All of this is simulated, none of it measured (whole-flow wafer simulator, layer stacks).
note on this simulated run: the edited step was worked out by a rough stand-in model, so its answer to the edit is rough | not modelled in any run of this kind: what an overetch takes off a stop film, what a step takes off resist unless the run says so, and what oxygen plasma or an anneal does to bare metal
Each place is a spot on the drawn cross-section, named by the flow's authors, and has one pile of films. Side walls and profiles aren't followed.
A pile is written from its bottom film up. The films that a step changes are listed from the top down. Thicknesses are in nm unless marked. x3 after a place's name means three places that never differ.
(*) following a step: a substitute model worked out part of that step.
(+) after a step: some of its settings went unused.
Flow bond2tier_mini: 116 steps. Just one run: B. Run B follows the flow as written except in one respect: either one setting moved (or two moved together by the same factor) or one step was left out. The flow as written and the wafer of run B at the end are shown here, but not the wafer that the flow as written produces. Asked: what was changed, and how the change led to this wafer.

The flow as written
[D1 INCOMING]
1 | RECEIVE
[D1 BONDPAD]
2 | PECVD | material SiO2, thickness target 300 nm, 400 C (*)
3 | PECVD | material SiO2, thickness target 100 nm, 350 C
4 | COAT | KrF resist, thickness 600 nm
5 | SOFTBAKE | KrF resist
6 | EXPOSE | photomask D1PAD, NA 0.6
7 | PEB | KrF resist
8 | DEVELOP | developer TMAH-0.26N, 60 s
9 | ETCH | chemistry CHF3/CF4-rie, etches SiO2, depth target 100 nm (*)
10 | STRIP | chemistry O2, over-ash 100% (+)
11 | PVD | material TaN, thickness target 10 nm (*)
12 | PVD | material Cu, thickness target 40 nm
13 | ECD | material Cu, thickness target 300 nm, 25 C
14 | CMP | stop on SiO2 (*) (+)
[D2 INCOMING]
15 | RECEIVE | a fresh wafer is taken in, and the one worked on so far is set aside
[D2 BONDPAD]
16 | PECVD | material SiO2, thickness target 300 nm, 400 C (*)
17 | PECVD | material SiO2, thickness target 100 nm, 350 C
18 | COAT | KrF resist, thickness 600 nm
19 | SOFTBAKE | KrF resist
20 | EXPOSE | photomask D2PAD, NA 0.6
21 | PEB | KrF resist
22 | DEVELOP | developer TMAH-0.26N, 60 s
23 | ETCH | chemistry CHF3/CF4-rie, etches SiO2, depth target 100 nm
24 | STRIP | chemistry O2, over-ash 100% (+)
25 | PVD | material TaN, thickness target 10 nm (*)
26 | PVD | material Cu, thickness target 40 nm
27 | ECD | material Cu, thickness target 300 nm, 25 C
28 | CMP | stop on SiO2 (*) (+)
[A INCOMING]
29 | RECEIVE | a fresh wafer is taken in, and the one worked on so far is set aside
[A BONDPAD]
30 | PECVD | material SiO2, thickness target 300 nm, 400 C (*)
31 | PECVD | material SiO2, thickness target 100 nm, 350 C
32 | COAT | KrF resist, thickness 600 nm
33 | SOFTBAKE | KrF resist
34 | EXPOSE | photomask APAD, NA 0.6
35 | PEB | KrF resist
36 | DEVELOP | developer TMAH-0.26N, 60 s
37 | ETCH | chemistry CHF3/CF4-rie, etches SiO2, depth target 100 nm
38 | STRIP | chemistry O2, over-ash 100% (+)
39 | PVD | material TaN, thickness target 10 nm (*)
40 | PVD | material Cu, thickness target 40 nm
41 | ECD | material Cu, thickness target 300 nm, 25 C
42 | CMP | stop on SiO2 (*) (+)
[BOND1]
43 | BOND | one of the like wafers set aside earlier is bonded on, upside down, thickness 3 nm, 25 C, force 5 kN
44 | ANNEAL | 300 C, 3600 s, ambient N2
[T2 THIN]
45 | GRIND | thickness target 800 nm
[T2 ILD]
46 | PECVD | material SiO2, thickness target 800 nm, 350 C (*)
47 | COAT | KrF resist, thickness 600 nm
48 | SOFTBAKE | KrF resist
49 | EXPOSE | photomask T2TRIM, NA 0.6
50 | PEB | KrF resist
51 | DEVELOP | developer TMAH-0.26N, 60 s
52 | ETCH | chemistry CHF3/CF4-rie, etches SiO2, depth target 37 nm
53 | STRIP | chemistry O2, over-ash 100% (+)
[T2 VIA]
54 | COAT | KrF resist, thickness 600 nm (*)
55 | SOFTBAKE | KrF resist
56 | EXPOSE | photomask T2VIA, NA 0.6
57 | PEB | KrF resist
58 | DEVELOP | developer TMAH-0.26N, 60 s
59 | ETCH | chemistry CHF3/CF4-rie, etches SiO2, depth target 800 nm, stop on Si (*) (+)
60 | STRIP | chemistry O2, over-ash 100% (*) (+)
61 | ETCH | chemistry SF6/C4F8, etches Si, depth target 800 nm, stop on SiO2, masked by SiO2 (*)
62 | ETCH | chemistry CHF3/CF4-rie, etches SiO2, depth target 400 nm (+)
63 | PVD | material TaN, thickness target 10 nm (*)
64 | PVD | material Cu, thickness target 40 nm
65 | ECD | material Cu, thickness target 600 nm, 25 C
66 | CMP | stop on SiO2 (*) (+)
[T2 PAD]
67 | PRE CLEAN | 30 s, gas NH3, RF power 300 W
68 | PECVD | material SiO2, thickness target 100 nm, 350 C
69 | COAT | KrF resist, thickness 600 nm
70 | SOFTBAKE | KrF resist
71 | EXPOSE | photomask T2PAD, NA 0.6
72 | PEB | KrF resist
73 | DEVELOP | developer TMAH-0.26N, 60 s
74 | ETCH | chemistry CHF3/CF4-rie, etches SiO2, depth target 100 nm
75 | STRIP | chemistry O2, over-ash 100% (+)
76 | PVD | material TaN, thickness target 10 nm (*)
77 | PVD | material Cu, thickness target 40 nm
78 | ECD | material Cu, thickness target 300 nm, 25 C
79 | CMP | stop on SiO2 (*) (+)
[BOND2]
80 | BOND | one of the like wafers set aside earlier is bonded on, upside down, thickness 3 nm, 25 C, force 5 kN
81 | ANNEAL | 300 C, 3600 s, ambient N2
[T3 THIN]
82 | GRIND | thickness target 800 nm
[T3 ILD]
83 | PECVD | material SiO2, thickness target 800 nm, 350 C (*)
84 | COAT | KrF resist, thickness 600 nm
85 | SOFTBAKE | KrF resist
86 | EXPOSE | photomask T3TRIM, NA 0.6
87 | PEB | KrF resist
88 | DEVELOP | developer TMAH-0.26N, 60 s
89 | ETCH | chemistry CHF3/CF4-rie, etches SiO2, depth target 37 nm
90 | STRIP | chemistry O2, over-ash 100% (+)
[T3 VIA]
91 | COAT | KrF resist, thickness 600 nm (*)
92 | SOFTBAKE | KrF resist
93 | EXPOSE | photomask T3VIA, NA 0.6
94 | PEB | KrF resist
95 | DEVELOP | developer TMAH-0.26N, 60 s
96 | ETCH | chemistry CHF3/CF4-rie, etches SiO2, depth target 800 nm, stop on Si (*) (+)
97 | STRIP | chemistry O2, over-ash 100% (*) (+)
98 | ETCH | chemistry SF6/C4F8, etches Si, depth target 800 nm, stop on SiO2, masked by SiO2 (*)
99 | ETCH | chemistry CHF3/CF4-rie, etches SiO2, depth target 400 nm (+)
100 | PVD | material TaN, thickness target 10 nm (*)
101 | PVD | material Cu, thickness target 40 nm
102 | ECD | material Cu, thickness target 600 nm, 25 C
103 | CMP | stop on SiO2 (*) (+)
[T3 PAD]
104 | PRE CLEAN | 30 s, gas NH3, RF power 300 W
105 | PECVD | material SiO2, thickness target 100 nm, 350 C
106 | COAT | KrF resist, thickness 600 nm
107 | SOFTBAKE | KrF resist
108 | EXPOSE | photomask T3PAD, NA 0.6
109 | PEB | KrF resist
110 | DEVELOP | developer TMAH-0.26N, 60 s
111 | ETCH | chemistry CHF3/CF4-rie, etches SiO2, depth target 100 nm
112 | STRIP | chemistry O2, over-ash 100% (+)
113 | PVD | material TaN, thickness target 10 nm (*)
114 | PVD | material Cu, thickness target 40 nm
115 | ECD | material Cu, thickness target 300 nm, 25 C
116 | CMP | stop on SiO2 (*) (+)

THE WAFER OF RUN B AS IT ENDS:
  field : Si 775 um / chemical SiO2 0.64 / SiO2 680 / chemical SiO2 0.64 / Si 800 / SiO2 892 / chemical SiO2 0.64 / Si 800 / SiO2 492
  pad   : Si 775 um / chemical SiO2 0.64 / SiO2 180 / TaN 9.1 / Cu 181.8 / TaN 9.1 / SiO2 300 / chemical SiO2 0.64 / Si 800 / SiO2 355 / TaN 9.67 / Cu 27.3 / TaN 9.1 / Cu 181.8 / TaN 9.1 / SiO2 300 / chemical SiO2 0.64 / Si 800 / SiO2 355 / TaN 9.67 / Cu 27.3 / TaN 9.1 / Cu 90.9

What caused this: step 30, PECVD: thickness target 180 nm was run, though the flow has thickness target 300 nm.
The wafer itself shows it: pad has SiO2 180, and step 30 as written asks for 300 nm.

Step by step, how the change led to this:
  30 | PECVD | material SiO2, thickness target 300 nm, 400 C (*)
      field, pad, via: SiO2 gains 180 (new film) (as written it would have been: SiO2 gains 300 (new film))
